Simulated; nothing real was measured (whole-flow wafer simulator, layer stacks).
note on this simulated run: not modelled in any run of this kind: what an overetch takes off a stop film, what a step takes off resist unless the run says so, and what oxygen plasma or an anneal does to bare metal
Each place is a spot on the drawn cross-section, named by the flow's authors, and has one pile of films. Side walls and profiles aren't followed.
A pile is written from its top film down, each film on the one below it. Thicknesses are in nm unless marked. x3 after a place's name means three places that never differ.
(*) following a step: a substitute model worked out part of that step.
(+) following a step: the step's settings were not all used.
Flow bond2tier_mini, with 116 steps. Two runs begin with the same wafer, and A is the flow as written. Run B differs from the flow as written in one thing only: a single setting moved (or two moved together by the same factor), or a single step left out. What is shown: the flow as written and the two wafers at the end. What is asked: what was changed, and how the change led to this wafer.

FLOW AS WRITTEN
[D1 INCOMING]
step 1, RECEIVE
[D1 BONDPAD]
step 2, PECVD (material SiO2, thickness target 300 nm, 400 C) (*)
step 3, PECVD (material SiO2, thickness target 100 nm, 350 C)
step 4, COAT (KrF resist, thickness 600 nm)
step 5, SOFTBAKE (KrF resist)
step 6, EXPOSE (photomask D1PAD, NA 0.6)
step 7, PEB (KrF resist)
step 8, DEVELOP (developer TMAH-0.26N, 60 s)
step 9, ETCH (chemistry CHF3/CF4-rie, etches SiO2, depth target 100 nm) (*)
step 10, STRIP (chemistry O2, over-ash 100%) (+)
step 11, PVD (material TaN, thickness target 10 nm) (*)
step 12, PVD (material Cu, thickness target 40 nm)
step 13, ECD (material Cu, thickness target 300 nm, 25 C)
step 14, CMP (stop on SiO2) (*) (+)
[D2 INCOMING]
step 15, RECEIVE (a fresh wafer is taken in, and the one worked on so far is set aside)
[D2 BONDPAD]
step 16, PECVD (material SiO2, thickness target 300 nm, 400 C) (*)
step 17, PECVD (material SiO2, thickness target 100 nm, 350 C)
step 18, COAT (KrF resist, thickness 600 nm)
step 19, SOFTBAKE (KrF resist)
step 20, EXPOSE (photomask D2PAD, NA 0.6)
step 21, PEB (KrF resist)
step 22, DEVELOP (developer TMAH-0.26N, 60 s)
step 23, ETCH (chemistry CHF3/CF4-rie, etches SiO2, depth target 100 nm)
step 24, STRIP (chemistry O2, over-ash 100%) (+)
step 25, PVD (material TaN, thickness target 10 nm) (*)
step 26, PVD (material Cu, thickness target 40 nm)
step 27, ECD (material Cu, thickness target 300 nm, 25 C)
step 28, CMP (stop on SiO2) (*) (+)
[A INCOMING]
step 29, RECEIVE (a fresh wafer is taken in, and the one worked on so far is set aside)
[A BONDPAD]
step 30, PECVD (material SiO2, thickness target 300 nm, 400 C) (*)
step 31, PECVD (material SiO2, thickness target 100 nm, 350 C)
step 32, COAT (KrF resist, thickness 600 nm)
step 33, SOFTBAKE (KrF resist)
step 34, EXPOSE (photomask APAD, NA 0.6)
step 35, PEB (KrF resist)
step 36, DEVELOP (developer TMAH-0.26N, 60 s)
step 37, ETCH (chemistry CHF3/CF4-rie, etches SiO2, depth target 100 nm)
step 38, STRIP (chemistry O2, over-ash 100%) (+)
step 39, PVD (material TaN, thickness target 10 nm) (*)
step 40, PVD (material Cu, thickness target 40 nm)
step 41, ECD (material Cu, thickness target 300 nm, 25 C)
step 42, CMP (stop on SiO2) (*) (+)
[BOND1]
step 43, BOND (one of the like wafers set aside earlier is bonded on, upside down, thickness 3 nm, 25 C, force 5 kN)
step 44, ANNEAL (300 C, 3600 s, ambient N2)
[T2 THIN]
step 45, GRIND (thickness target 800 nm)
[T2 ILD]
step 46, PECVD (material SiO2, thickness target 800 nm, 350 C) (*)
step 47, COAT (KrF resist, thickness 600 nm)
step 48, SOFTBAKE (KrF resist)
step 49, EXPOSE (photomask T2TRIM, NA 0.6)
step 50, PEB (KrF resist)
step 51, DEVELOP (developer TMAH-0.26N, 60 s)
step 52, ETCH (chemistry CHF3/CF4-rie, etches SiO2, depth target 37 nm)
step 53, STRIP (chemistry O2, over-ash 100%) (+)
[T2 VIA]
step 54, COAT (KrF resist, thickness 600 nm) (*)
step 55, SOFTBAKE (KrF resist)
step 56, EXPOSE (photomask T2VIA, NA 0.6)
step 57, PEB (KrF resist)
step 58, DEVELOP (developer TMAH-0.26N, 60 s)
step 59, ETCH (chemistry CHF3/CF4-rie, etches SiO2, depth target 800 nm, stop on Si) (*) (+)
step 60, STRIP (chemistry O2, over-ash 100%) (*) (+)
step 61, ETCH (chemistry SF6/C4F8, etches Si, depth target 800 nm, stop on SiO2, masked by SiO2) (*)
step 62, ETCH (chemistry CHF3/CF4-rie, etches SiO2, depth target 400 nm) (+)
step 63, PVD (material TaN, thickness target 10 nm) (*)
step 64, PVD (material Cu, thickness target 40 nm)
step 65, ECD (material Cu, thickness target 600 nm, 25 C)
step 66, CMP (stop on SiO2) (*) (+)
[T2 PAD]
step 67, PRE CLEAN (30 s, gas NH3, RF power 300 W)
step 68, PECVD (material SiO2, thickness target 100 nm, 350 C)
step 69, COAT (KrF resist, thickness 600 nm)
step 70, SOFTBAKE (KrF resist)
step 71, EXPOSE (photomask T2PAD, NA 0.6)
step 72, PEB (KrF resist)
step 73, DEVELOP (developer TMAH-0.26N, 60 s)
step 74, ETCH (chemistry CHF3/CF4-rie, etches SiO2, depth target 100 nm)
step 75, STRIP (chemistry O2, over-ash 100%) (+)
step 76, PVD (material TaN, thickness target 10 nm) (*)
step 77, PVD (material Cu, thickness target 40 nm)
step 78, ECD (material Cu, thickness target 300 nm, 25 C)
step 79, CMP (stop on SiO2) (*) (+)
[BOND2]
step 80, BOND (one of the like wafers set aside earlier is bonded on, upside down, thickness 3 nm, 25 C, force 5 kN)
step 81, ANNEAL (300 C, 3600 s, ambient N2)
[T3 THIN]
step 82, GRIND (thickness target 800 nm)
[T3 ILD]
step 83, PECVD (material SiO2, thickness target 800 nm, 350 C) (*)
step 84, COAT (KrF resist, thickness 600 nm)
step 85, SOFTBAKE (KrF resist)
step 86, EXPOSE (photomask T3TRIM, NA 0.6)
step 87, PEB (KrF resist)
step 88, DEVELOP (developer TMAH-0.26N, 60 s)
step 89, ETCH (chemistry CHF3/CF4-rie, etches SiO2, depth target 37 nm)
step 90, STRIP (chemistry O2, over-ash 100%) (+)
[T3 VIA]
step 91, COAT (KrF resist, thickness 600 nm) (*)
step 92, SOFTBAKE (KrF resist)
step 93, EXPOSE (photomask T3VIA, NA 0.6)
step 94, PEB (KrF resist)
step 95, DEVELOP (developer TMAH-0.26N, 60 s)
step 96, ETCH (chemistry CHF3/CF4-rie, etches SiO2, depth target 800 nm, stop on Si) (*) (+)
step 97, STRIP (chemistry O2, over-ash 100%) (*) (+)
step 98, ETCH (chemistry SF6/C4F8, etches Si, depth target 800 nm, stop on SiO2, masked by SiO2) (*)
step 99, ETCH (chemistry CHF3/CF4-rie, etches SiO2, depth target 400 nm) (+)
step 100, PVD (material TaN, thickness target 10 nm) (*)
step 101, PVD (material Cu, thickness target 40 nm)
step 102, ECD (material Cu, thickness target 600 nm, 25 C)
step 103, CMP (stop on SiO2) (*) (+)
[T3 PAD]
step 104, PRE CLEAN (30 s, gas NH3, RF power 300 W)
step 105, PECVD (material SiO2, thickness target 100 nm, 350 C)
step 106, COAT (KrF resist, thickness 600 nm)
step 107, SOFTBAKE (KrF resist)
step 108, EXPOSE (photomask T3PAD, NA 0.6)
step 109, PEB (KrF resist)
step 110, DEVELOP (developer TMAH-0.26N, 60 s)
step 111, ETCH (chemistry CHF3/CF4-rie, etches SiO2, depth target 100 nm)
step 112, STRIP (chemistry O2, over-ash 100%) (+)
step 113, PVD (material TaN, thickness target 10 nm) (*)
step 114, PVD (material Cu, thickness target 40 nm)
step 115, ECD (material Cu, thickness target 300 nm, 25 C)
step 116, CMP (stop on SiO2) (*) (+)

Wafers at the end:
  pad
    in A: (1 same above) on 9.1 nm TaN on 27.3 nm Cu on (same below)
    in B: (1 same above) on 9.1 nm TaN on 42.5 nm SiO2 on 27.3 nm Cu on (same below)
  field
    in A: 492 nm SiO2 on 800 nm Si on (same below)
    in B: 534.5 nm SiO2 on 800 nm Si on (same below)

Cause: step 105, PECVD: thickness target 142.5 nm was run, though the flow has thickness target 100 nm.

How this came from the change, step by step:
  step 105, PECVD (material SiO2, thickness target 100 nm, 350 C)
      field: A +100 SiO2 | B +142.5 SiO2
      pad: A +100 SiO2 (new film) | B +142.5 SiO2 (new film)
  step 111, ETCH (chemistry CHF3/CF4-rie, etches SiO2, depth target 100 nm)
      pad: A -100 SiO2 (all of it) | B -100 SiO2
Taking metal films that touch as one body, pad has 4 bodies (between them, from the top down: SiO2 42.5; SiO2 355 / Si 800 / chemical SiO2 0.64 / SiO2 300; SiO2 355 / Si 800 / chemical SiO2 0.64 / SiO2 300); the flow as written gives 3 bodies (between them, from the top down: SiO2 355 / Si 800 / chemical SiO2 0.64 / SiO2 300; SiO2 355 / Si 800 / chemical SiO2 0.64 / SiO2 300).
